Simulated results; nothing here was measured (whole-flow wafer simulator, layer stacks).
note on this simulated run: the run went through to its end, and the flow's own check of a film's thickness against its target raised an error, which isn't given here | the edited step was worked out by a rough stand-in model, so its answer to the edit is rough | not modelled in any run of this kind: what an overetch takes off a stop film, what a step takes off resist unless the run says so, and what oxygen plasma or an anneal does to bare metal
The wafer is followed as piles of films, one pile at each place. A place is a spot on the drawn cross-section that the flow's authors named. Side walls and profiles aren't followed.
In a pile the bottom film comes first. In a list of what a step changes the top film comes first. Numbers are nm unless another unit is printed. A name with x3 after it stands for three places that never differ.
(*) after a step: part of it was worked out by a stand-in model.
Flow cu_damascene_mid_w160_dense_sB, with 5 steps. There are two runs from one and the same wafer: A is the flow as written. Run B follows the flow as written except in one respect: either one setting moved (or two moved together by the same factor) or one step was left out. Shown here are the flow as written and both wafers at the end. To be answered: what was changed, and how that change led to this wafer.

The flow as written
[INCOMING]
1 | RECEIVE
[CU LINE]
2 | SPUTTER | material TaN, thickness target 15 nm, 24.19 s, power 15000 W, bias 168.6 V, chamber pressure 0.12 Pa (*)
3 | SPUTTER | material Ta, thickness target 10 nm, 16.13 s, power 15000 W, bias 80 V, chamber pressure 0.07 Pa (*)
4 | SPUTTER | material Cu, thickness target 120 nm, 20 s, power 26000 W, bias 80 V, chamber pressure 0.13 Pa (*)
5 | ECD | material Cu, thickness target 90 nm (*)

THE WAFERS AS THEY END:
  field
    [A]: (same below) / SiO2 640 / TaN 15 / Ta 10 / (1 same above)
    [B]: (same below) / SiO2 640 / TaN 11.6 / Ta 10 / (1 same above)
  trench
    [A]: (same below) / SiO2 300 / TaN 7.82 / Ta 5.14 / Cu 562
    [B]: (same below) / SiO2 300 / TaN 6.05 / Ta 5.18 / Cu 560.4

The reason: step 2, SPUTTER: power 11610 W was run, though the flow has power 15000 W.

How this came from the change, step by step:
  2 | SPUTTER | material TaN, thickness target 15 nm, 24.19 s, power 15000 W, bias 168.6 V, chamber pressure 0.12 Pa (*)
      field: A TaN gains 15 (new film) | B TaN gains 11.6 (new film)
      trench: A TaN gains 7.82 (new film) | B TaN gains 6.05 (new film)
